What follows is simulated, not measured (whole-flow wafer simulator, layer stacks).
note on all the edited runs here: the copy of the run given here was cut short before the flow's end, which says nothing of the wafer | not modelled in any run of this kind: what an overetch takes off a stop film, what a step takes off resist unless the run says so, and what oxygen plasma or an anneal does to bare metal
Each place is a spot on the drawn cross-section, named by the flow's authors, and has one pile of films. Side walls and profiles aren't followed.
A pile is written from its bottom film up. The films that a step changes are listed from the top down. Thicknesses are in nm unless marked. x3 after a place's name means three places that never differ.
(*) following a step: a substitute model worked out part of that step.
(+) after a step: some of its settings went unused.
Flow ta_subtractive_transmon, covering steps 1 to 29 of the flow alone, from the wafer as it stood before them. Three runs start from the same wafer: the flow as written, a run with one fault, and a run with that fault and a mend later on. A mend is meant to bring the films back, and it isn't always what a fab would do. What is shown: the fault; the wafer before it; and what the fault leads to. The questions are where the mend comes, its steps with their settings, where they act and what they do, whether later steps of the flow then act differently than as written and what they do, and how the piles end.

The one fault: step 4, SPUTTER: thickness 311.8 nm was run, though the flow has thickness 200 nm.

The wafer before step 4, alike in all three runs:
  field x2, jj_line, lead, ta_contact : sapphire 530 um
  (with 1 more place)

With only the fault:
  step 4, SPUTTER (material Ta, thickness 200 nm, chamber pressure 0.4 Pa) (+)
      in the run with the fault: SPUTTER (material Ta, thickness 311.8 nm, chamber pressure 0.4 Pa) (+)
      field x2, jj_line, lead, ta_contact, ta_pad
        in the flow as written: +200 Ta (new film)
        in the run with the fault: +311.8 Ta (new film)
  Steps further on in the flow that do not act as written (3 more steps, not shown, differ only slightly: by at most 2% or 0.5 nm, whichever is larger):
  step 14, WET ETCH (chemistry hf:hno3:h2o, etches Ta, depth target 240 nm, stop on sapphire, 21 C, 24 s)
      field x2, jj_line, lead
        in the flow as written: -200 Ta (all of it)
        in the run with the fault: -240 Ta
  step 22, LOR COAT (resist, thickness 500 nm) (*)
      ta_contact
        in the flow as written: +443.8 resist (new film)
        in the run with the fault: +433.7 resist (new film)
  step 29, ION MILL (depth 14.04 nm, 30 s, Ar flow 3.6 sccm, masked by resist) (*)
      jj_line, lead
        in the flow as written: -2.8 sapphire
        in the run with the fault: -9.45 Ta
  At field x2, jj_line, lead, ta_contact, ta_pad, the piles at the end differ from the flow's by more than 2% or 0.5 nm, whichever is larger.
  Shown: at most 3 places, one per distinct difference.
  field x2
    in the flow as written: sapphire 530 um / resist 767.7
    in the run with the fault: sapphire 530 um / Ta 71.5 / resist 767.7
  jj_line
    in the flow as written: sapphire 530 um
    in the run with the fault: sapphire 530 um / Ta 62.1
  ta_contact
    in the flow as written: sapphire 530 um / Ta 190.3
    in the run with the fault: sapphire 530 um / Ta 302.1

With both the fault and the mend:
  The mend follows step 5.
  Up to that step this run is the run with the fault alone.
  step 5a, WET ETCH (chemistry hf:hno3:h2o, etches Ta, depth target 358.6 nm, stop on sapphire, 21 C, 35.86 s)
      field x2, jj_line, lead, ta_contact, ta_pad
        -311.8 Ta (all of it)
  step 5b, SPUTTER (material Ta, thickness 200 nm, chamber pressure 0.4 Pa) (+) (the flow's step 4 again)
      field x2, jj_line, lead, ta_contact, ta_pad
        +200 Ta (new film)
  Later steps of the flow that are run all act as written at every place that is followed.
  The piles end the same as the flow's at every place that both follow.
